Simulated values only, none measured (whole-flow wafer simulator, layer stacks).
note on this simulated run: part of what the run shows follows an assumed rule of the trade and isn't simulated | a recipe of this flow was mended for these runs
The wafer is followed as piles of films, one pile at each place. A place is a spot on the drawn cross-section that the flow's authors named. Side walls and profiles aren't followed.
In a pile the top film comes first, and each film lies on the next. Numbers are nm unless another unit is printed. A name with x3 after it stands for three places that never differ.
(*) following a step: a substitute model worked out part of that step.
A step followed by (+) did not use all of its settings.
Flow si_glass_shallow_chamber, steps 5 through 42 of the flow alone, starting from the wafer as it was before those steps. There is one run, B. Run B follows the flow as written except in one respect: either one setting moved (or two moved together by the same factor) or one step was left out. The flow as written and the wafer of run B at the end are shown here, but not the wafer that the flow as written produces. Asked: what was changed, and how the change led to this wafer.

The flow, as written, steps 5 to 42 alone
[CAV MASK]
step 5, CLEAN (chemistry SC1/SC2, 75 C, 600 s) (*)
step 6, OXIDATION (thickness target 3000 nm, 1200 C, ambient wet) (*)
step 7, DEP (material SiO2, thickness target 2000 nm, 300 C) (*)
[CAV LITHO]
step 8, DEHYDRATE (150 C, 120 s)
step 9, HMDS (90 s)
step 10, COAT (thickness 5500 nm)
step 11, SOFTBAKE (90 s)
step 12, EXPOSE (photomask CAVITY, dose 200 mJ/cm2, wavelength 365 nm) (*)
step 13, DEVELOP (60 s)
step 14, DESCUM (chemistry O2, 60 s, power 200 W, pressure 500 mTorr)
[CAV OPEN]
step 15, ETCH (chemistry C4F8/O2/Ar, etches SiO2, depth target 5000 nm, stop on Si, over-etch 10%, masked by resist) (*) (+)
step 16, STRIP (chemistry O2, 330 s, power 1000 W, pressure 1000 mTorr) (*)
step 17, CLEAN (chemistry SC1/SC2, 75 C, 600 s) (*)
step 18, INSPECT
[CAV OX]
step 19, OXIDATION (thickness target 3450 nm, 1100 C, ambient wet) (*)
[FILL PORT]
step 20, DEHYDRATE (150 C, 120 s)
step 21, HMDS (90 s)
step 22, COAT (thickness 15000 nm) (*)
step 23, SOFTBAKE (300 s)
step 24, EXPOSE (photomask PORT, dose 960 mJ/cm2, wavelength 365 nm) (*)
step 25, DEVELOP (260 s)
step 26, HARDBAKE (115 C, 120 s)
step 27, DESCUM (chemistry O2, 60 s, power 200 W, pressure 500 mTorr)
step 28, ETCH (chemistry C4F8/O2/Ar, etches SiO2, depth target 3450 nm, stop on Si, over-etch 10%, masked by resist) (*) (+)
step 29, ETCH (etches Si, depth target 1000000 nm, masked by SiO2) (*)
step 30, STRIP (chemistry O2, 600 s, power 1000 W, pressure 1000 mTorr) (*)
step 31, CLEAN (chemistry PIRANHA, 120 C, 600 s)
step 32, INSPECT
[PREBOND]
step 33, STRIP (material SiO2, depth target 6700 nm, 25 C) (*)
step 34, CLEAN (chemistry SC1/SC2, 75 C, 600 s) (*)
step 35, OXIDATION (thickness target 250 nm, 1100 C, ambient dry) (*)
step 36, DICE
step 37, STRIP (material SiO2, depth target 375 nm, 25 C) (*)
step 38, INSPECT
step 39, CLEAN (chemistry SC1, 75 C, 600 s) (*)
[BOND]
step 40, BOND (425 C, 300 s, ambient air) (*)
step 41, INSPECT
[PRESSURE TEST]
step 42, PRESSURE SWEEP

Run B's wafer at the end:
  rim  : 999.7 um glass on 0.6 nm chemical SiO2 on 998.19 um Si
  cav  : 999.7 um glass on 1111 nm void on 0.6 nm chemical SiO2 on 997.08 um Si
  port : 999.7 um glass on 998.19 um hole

Cause: step 6, OXIDATION: thickness target 2640 nm was run, whereas the flow has thickness target 3000 nm.

Step by step, how the change led to this:
  step 6, OXIDATION (thickness target 3000 nm, 1200 C, ambient wet) (*)
      rim, ramp, cav, port, septum, ring: +2640 SiO2 (new film), -0.6 chemical SiO2 (all of it), -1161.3 Si (it would be, as written: +3000 SiO2 (new film), -0.6 chemical SiO2 (all of it), -1319.7 Si)
  step 15, ETCH (chemistry C4F8/O2/Ar, etches SiO2, depth target 5000 nm, stop on Si, over-etch 10%, masked by resist) (*) (+)
      rim, ramp, septum, ring: -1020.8 thick-i-line-resist (it would be, as written: -1100 thick-i-line-resist)
      cav, port: -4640 SiO2 (all of it), -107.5 Si (it would be, as written: -5000 SiO2 (all of it), -62.5 Si)
  step 19, OXIDATION (thickness target 3450 nm, 1100 C, ambient wet) (*)
      rim, ramp, septum, ring: +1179 SiO2, -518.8 Si (it would be, as written: +1110.9 SiO2, -488.8 Si)
  step 22, COAT (thickness 15000 nm) (*)
      rim: +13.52 um thick-i-line-resist (new film) (it would be, as written: +13.4 um thick-i-line-resist (new film))
      ramp: +13.04 um thick-i-line-resist (new film) (it would be, as written: +12.89 um thick-i-line-resist (new film))
      (and at 4 other places as well)
  step 23, SOFTBAKE (300 s)
      rim: -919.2 thick-i-line-resist (it would be, as written: -997 thick-i-line-resist)
      ramp: -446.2 thick-i-line-resist (it would be, as written: -487.1 thick-i-line-resist)
      (and at 4 other places as well)
  step 25, DEVELOP (260 s)
      port: -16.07 um thick-i-line-resist (all of it) (it would be, as written: -16.16 um thick-i-line-resist (all of it))
  step 26, HARDBAKE (115 C, 120 s)
      rim, ramp: -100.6 thick-i-line-resist (it would be, as written: -98.2 thick-i-line-resist)
  step 29, ETCH (etches Si, depth target 1000000 nm, masked by SiO2) (*)
      rim, ramp: -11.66 um thick-i-line-resist (all of it), -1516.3 SiO2 (it would be, as written: -11.47 um thick-i-line-resist (all of it), -1617.3 SiO2)
      port: +997.16 um hole (new film), -997.16 um Si (all of it) (it would be, as written: +997.05 um hole (new film), -997.05 um Si (all of it))
      (and at 2 other places as well)
  step 30, STRIP (chemistry O2, 600 s, power 1000 W, pressure 1000 mTorr) (*)
      cav: -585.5 thick-i-line-resist (all of it) (it would be, as written: -669.6 thick-i-line-resist (all of it))
  step 33, STRIP (material SiO2, depth target 6700 nm, 25 C) (*)
      rim, ramp: -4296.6 SiO2 (all of it) (it would be, as written: -4487.5 SiO2 (all of it))
      septum: -5449 SiO2 (all of it) (it would be, as written: -5732.1 SiO2 (all of it))
      (and at 1 other place as well)
